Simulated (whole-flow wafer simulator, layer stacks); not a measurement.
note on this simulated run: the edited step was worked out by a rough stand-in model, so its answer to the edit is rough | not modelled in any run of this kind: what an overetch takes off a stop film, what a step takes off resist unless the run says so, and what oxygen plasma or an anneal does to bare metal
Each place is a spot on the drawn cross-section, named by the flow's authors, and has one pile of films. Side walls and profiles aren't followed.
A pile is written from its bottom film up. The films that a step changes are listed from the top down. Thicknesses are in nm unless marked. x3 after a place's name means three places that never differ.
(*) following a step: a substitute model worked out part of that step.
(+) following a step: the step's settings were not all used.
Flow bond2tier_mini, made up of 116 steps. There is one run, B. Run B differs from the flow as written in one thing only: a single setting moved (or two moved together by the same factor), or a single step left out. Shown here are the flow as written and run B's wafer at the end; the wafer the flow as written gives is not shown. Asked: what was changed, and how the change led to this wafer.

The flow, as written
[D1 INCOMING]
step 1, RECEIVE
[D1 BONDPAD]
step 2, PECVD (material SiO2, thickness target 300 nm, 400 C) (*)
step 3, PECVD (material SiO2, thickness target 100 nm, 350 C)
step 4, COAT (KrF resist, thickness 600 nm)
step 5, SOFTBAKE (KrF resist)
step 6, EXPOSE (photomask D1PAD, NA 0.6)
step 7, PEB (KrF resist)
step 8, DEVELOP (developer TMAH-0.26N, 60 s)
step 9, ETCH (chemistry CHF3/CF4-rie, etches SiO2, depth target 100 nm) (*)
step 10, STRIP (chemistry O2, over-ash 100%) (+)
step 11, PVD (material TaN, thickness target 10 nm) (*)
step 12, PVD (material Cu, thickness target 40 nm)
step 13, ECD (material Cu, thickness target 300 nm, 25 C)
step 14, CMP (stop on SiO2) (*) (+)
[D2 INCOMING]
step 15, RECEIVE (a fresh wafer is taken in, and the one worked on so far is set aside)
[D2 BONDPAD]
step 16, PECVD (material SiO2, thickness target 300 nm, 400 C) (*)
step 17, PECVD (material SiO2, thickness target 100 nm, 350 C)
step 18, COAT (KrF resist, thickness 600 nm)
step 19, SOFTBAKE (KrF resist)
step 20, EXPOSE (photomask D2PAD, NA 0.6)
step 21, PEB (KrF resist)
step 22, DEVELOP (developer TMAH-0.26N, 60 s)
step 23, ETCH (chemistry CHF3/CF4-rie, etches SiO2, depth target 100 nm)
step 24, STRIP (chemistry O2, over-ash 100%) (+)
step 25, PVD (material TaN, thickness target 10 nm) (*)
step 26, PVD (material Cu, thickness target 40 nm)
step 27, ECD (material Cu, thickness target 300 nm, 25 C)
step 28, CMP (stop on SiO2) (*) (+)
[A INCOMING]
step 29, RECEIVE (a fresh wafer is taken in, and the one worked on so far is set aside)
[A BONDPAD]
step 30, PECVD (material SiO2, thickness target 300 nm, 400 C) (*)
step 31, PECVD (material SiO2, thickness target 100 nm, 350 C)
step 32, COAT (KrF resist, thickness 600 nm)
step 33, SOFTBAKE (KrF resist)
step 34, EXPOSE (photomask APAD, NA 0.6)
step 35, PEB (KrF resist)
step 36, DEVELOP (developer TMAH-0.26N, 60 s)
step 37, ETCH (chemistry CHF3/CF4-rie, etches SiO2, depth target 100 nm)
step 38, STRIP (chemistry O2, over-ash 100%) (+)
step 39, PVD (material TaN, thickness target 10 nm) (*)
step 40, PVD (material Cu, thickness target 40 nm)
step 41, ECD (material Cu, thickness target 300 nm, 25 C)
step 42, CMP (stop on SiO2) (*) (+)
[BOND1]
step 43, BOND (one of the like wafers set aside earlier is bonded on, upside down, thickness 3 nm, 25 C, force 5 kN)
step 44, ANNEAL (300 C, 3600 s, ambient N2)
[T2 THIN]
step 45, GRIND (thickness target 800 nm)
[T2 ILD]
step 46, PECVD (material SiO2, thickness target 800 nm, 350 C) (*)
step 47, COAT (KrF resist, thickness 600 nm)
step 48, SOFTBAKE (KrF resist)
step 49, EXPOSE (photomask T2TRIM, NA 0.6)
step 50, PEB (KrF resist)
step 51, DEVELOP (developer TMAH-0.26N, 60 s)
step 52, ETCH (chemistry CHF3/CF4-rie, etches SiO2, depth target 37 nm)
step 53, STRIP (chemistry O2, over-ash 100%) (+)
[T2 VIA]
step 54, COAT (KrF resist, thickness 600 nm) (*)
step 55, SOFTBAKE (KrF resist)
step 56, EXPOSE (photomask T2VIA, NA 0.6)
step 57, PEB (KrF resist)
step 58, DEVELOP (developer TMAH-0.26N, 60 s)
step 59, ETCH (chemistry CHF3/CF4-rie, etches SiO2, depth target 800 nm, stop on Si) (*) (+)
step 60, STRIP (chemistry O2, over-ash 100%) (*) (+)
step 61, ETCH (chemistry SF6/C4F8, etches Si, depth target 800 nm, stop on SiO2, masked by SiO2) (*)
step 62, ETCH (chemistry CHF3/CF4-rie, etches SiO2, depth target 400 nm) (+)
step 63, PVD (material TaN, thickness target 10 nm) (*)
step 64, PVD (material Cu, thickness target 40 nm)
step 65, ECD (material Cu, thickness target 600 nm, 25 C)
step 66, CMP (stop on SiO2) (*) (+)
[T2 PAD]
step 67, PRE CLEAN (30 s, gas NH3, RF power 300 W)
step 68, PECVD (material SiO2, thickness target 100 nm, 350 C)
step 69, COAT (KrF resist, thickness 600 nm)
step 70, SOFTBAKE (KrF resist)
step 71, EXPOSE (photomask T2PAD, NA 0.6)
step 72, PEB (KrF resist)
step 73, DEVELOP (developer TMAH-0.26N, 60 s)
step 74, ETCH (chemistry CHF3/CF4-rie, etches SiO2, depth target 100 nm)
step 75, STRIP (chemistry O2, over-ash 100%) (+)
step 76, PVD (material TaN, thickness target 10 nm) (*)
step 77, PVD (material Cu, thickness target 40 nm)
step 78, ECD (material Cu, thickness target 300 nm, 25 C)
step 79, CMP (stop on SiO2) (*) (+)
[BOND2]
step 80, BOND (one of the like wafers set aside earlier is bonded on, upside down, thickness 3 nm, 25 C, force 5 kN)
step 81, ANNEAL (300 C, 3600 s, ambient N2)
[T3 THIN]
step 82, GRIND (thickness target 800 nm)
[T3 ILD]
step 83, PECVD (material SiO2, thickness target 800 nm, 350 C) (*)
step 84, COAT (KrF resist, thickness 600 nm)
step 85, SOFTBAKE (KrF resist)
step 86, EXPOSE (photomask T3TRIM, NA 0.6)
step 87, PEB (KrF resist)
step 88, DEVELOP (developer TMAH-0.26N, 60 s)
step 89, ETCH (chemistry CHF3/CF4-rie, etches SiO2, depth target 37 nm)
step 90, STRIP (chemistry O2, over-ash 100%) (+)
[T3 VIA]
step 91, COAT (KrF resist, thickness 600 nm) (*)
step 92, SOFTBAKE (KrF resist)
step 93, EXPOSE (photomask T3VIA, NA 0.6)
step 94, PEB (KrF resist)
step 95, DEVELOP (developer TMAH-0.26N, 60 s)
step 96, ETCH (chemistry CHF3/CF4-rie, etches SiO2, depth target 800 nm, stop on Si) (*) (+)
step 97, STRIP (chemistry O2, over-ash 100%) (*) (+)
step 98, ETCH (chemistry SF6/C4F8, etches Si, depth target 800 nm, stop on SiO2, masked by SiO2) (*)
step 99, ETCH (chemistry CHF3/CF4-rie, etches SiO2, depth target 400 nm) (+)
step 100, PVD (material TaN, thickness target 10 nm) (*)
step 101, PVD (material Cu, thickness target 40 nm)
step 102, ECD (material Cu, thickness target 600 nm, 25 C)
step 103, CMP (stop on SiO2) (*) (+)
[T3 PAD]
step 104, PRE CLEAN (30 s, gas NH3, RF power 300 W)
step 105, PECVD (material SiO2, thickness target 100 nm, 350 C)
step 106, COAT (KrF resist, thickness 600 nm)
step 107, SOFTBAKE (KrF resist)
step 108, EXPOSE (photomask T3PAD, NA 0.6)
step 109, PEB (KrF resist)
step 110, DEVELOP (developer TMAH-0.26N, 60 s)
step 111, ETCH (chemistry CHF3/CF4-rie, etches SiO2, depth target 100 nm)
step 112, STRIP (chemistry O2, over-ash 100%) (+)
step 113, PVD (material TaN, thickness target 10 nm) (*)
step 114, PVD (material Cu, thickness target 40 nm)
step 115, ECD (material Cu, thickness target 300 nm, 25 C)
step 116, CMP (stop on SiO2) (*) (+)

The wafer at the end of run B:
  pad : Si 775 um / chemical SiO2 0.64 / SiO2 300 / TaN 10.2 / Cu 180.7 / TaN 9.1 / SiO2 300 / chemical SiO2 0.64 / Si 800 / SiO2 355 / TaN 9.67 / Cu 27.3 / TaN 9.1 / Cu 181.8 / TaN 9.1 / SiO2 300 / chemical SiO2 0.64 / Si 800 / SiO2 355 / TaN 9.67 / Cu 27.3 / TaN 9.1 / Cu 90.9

What caused this: step 39, PVD: thickness target 11.2 nm was run, while the flow as written has thickness target 10 nm.

Step by step, how the change led to this:
  step 39, PVD (material TaN, thickness target 10 nm) (*)
      field: TaN gains 11.2 (new film) (in the flow as written it would be: TaN gains 10 (new film))
      pad: TaN gains 10.2 (new film) (in the flow as written it would be: TaN gains 9.1 (new film))
      (as well as at 1 more place)
  step 42, CMP (stop on SiO2) (*) (+)
      field: Cu loses 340 (all of it), TaN loses 11.2 (all of it) (in the flow as written it would be: Cu loses 340 (all of it), TaN loses 10 (all of it))
